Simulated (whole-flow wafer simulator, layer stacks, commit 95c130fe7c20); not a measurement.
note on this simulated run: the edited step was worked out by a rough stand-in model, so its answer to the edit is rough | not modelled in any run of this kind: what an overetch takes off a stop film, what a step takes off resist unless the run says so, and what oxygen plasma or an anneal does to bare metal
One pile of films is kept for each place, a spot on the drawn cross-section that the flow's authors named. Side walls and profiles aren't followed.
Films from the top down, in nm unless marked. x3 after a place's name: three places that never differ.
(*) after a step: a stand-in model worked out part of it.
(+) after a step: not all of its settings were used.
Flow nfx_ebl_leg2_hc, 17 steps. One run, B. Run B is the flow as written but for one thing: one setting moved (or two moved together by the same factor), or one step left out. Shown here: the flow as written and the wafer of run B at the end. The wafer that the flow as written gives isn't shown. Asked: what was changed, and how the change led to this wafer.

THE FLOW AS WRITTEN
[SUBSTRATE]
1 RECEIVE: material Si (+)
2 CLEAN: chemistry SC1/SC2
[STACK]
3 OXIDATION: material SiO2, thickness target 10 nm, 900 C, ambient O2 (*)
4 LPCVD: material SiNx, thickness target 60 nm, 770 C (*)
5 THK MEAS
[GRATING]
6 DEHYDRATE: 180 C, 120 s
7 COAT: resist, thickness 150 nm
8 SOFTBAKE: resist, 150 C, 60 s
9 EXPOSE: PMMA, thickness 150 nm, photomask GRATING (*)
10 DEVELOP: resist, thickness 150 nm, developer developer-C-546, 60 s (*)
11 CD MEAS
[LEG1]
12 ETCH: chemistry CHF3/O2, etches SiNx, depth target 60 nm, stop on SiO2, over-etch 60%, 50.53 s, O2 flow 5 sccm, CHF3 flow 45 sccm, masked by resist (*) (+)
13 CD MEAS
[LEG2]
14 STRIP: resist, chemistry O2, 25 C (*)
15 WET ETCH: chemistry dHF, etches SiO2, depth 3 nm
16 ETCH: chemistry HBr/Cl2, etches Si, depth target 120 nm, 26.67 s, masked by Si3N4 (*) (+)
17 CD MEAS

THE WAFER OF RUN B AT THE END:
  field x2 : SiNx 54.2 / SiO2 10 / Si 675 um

The cause: step 4, LPCVD: thickness target 65.6 nm was run, where the flow has thickness target 60 nm.

How the change led to this, step by step:
  4 LPCVD: material SiNx, thickness target 60 nm, 770 C (*)
      field x2, pad x2: SiNx +65.6 (new film) (as written it would be: SiNx +60 (new film))
  12 ETCH: chemistry CHF3/O2, etches SiNx, depth target 60 nm, stop on SiO2, over-etch 60%, 50.53 s, O2 flow 5 sccm, CHF3 flow 45 sccm, masked by resist (*) (+)
      pad x2: SiNx -65.6 (all of it), SiO2 -10 (all of it) (as written it would be: SiNx -60 (all of it), SiO2 -10 (all of it))
